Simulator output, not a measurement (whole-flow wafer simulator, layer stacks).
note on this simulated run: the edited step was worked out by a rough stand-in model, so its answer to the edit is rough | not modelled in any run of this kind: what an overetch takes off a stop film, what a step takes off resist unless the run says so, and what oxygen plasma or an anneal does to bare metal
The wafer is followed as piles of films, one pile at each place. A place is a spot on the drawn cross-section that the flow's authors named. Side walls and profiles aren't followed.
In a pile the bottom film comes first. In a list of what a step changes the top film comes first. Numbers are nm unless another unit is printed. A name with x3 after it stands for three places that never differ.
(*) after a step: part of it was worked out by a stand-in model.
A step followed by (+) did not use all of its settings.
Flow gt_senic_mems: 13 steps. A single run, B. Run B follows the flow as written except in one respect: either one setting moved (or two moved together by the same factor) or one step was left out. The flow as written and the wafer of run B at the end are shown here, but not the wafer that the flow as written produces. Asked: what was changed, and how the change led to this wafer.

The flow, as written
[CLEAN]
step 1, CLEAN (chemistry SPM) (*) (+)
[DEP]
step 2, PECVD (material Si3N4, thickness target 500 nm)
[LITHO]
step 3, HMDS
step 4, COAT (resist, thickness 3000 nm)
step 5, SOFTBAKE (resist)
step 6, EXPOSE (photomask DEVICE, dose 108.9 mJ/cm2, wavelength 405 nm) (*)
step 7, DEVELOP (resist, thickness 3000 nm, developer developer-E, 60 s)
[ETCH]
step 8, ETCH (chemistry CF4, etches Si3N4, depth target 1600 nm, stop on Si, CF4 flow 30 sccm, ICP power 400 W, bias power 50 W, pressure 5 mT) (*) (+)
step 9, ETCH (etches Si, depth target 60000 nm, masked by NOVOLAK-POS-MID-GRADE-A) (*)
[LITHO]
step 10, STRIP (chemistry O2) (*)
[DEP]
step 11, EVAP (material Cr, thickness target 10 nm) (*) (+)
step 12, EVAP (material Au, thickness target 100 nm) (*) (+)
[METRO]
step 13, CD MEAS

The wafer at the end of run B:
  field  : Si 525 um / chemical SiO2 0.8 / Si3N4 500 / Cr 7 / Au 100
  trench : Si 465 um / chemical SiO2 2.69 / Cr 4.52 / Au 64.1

What caused this: step 11, EVAP: thickness target 7 nm was run, though the flow has thickness target 10 nm.
The wafer itself shows it: field has Cr 7, and step 11 as written asks for 10 nm.

Step by step, how the change led to this:
  step 11, EVAP (material Cr, thickness target 10 nm) (*) (+)
      field: Cr gains 7 (new film) (as written it would have been: Cr gains 10 (new film))
      trench: Cr gains 4.52 (new film) (as written it would have been: Cr gains 6.45 (new film))
